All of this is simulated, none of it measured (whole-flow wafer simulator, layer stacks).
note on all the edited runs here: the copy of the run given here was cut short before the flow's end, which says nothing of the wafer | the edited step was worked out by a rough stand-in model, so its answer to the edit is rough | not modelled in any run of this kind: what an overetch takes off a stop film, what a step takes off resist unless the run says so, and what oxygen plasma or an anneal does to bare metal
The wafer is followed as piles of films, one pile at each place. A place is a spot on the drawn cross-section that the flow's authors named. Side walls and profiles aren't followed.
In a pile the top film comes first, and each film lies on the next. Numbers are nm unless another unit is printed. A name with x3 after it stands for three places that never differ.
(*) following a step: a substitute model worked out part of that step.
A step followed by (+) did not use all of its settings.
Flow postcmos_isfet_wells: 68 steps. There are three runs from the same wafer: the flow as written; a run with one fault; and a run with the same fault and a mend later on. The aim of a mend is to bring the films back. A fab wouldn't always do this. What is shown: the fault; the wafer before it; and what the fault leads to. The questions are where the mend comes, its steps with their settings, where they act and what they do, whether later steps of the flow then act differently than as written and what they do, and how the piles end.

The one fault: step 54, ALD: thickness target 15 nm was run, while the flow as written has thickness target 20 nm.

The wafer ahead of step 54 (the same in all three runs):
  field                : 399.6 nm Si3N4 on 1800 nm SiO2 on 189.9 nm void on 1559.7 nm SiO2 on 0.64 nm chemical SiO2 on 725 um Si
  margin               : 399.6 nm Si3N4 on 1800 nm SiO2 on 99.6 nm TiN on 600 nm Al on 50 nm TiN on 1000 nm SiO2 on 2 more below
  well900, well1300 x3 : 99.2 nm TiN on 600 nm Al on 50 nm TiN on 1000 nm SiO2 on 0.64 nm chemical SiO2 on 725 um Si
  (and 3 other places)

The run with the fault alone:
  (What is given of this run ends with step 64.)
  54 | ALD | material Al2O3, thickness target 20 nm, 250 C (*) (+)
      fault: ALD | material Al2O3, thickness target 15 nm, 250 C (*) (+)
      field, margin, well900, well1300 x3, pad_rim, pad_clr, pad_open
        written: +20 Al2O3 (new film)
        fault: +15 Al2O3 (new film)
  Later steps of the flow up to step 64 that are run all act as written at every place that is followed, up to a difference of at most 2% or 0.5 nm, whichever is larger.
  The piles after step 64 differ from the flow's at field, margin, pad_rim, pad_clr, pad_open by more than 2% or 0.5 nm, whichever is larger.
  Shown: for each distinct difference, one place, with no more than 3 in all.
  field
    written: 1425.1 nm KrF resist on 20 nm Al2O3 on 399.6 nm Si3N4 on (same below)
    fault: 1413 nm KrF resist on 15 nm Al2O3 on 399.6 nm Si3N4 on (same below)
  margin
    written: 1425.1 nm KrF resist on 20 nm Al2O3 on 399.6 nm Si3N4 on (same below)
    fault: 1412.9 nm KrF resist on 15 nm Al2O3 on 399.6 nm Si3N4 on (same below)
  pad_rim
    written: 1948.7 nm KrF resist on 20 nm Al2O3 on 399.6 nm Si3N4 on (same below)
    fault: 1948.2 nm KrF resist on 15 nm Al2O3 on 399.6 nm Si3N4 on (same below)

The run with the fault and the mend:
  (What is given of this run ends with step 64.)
  After step 54 comes the mend.
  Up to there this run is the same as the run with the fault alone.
  54a | ALD | material Al2O3, thickness target 5 nm, 250 C (*) (+) (the flow's step 54 again, with other settings)
      field, margin, well900, well1300 x3, pad_rim, pad_clr, pad_open
        +5 Al2O3
  Later steps of the flow up to step 64 that are run all act as written at every place that is followed.
  At every place that both follow, the piles after step 64 match the flow's.
